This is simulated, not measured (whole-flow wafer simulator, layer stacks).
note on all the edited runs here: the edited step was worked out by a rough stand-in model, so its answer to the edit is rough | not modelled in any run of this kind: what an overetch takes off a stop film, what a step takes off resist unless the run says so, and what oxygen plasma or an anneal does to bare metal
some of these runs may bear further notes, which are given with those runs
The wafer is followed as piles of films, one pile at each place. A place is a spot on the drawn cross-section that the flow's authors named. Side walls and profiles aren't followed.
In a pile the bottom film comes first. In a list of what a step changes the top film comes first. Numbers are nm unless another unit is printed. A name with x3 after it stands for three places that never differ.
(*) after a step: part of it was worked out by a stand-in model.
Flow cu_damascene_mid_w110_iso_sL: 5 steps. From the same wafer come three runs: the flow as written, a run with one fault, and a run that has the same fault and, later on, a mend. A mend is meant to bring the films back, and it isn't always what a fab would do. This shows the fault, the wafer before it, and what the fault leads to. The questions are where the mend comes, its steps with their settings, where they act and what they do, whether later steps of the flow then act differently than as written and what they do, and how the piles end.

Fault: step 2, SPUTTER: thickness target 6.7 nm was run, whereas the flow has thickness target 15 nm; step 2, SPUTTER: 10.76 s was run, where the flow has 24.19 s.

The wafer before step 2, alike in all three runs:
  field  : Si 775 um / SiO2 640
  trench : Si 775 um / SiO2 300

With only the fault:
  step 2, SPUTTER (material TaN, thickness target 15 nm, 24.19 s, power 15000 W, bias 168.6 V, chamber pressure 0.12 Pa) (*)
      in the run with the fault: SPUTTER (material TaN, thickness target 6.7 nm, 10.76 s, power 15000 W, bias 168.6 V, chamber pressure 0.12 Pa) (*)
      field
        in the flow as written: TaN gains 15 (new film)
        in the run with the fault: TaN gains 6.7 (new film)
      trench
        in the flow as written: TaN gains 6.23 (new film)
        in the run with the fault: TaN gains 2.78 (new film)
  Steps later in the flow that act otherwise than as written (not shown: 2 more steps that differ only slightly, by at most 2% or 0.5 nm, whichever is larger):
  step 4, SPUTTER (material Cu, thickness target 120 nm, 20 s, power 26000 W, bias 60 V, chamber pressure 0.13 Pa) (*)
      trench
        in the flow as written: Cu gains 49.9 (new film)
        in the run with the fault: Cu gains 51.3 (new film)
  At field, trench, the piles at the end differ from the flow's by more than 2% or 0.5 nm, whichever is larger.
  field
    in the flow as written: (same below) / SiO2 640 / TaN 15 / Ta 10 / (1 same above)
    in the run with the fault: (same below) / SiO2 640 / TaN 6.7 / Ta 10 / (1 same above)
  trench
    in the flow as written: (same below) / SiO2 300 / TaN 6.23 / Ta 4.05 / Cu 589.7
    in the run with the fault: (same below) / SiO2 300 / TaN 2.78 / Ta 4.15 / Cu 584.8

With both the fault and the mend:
  After step 2 comes the mend.
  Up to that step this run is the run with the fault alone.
  step 2a, SPUTTER (material TaN, thickness target 8.3 nm, 13.43 s, power 15000 W, bias 168.6 V, chamber pressure 0.12 Pa) (*) (the flow's step 2 again, with other settings)
      field
        TaN gains 8.3
      trench
        TaN gains 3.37
  Every later step of the flow that is run acts as written, at every place that is followed, to within 2% or 0.5 nm, whichever is larger.
  When the end is reached, the piles differ only a little from the flow's at the places that both follow, at most by 2% or 0.5 nm, whichever is larger.
